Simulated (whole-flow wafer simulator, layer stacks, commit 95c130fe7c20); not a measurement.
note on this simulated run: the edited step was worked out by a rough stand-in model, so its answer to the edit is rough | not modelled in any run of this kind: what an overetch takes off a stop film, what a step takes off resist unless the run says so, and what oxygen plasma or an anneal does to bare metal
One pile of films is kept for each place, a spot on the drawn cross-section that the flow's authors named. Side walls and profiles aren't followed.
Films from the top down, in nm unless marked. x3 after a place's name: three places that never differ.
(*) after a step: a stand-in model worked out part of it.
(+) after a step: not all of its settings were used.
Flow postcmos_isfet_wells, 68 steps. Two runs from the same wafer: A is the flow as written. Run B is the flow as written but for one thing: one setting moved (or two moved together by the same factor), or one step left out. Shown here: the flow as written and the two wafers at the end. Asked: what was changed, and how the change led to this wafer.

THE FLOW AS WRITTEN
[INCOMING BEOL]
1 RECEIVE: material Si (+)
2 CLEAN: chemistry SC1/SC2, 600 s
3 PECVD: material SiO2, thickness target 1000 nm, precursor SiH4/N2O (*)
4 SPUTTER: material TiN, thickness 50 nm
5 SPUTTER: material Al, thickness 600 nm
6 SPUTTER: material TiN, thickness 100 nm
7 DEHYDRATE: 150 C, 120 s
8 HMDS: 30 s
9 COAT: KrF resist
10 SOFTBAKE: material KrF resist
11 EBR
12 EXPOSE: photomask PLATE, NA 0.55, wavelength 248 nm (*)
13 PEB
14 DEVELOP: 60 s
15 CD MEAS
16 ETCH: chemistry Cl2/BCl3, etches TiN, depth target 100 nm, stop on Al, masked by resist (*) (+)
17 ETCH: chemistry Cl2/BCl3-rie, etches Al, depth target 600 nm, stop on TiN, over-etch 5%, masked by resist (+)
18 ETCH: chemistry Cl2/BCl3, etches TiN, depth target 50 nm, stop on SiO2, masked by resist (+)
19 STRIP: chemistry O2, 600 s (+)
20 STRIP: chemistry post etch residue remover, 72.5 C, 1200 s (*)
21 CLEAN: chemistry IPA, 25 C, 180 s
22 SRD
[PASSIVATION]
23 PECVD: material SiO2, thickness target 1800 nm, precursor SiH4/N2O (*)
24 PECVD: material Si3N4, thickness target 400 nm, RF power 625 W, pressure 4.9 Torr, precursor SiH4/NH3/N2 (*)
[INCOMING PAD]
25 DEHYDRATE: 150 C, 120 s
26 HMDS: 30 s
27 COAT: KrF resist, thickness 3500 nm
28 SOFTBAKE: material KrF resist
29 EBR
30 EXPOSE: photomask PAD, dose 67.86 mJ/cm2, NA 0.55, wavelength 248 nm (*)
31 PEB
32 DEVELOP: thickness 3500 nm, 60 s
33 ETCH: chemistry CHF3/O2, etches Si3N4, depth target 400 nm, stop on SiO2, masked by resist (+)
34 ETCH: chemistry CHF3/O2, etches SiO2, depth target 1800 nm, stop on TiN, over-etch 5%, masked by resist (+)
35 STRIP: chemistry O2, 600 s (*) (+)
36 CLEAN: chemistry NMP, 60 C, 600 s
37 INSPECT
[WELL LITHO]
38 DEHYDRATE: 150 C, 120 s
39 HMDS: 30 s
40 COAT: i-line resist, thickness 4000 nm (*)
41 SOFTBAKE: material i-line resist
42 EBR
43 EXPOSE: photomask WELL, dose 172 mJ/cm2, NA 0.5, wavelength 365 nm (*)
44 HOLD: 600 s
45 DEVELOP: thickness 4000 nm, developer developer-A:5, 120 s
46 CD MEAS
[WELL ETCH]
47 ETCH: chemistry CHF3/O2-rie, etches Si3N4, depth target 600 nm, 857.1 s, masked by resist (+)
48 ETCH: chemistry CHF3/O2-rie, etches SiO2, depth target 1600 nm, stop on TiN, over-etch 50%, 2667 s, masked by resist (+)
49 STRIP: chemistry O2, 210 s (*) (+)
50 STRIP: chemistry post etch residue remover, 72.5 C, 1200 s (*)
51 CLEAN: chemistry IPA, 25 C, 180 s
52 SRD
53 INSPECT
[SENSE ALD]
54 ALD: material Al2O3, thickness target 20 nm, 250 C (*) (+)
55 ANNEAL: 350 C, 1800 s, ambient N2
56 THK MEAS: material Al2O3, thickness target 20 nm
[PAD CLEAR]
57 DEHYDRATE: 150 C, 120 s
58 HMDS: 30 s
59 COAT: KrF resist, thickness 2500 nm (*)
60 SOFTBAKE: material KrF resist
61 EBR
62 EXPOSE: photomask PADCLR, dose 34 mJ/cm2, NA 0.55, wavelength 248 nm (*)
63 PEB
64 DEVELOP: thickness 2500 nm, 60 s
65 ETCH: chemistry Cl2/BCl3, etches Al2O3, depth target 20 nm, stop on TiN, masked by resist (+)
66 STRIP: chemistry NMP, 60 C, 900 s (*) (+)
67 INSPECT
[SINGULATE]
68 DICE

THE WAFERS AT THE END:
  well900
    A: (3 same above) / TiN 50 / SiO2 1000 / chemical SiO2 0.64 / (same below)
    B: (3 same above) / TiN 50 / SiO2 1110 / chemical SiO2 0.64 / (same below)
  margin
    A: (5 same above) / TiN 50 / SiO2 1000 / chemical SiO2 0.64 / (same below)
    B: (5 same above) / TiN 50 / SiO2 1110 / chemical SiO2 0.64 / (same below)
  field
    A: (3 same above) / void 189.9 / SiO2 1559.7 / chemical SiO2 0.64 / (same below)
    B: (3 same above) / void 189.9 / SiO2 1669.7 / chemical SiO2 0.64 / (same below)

The cause: step 3, PECVD: thickness target 1110 nm was run, where the flow has thickness target 1000 nm.
It can be read off the wafer: well900 has SiO2 1110, and step 3 as written asks for 1000 nm.

How the change led to this, step by step:
  3 PECVD: material SiO2, thickness target 1000 nm, precursor SiH4/N2O (*)
      field, margin, well900, well1300 x3, pad_rim, pad_clr, pad_open: A SiO2 +1000 (new film) | B SiO2 +1110 (new film)
